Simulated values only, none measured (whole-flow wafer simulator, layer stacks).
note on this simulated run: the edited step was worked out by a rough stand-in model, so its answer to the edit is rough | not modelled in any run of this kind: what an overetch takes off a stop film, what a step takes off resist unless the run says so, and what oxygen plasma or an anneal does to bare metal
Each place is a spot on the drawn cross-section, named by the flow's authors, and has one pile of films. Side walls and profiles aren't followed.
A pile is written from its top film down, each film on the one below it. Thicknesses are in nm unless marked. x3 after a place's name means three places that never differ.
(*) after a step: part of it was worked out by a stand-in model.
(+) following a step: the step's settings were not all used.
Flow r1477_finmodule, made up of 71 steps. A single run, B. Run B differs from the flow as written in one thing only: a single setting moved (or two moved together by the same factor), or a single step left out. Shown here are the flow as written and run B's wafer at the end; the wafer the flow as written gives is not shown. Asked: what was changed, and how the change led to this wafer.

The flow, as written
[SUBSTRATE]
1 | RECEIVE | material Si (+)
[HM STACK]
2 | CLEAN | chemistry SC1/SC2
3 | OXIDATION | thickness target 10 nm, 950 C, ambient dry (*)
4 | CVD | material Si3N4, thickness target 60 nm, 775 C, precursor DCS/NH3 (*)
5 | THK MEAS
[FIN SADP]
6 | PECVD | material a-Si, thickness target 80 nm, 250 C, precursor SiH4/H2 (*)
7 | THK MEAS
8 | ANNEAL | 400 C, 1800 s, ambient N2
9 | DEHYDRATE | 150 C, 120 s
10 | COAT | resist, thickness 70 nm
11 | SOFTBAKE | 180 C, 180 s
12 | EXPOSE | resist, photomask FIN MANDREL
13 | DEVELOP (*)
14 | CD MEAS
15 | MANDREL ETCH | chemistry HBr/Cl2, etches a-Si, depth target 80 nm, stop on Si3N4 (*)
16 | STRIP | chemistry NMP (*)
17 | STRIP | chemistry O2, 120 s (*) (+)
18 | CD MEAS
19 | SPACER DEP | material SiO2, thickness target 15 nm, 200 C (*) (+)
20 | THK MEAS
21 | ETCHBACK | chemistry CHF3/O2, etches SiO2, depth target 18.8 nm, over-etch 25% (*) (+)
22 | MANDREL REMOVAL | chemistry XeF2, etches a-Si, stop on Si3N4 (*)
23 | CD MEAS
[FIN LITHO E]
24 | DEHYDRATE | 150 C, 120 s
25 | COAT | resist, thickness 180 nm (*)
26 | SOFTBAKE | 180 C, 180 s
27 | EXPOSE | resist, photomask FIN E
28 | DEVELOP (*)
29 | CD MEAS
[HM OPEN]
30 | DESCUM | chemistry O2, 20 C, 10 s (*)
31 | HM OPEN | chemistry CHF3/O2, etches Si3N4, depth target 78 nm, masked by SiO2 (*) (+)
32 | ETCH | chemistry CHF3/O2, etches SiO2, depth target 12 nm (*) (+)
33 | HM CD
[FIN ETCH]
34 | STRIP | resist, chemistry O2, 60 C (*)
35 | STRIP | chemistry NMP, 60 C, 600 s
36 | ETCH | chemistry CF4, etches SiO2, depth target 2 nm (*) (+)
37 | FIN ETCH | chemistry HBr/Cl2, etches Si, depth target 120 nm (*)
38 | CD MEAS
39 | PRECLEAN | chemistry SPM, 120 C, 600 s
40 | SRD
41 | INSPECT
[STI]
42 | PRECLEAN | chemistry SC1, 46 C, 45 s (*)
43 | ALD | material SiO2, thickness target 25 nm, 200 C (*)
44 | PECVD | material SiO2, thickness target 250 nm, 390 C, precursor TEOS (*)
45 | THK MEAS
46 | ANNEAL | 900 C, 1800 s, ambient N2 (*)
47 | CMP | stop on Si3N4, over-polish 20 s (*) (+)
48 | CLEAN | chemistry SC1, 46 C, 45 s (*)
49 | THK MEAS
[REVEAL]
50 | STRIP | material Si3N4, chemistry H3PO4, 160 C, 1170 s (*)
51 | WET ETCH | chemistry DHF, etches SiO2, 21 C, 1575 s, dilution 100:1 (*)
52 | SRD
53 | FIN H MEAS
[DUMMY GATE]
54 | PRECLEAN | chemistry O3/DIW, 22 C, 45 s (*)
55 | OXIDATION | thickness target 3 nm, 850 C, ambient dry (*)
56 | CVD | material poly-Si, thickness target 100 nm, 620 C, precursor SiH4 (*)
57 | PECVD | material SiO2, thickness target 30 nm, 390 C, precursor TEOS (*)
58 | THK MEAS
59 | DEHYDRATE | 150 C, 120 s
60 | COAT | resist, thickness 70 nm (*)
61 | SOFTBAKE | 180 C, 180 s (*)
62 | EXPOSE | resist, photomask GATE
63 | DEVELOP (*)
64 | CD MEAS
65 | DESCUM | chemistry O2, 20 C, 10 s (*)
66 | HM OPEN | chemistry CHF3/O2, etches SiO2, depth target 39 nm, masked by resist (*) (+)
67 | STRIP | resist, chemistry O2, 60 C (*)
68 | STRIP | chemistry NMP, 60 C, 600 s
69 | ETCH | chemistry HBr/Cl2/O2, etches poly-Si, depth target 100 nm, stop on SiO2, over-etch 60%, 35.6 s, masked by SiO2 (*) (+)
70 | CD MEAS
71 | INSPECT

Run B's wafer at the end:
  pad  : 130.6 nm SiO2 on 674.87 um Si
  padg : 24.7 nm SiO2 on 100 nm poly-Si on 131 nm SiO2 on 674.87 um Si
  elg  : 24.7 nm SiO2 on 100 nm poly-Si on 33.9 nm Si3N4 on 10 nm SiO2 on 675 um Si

The reason: step 51, WET ETCH: 1063 s was run, while the flow as written has 1575 s.

How this came from the change, step by step:
  51 | WET ETCH | chemistry DHF, etches SiO2, 21 C, 1575 s, dilution 100:1 (*)
      pad, padg, e40sg and 12 more: SiO2 loses 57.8 (as written it would have been: SiO2 loses 85.7)
      elg, e40lg, e100lg, e200lg, elo, e40lo, e100lo, e200lo: SiO2 loses 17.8 (all of it), Si3N4 loses 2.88 (as written it would have been: SiO2 loses 17.8 (all of it), Si3N4 loses 4.97)
      (also at 7 further places)
  56 | CVD | material poly-Si, thickness target 100 nm, 620 C, precursor SiH4 (*)
      s40sg_line, s45sg_line, s50sg_line, s40so_line, s45so_line, s50so_line: poly-Si gains 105 (new film) (as written it would have been: poly-Si gains 100 (new film))
      s40cg, s40co: poly-Si gains 100 (new film) (as written it would have been: poly-Si gains 113.9 (new film))
      (also at 5 further places)
  60 | COAT | resist, thickness 70 nm (*)
      e40sg, eso, e40so: resist gains 105 (new film) (as written it would have been: resist gains 129.5 (new film))
      e100sg, e100so: resist gains 105 (new film) (as written it would have been: resist gains 129.4 (new film))
      (also at 20 further places)
  63 | DEVELOP (*)
      eso, e40so: resist loses 105 (all of it) (as written it would have been: resist loses 129.5 (all of it))
      e100so: resist loses 105 (all of it) (as written it would have been: resist loses 129.4 (all of it))
      (also at 10 further places)
  67 | STRIP | resist, chemistry O2, 60 C (*)
      e40lg, e100lg: resist loses 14 (all of it) (as written it would have been: resist loses 12.8 (all of it))
      e40sg: resist loses 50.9 (all of it) (as written it would have been: resist loses 75.4 (all of it))
      (also at 12 further places)
  69 | ETCH | chemistry HBr/Cl2/O2, etches poly-Si, depth target 100 nm, stop on SiO2, over-etch 60%, 35.6 s, masked by SiO2 (*) (+)
      s40so_line, s45so_line, s50so_line: chemical SiO2 loses 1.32 (all of it), poly-Si loses 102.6 (all of it), SiO2 loses 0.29 (as written it would have been: chemical SiO2 loses 1.46 (all of it), poly-Si loses 97.6 (all of it), SiO2 loses 0.42)
      s40co: chemical SiO2 loses 1.32 (all of it), poly-Si loses 97.6 (all of it), SiO2 loses 0.42 (as written it would have been: chemical SiO2 loses 1.46 (all of it), poly-Si loses 111.5 (all of it), SiO2 loses 0.24)
      (also at 2 further places)
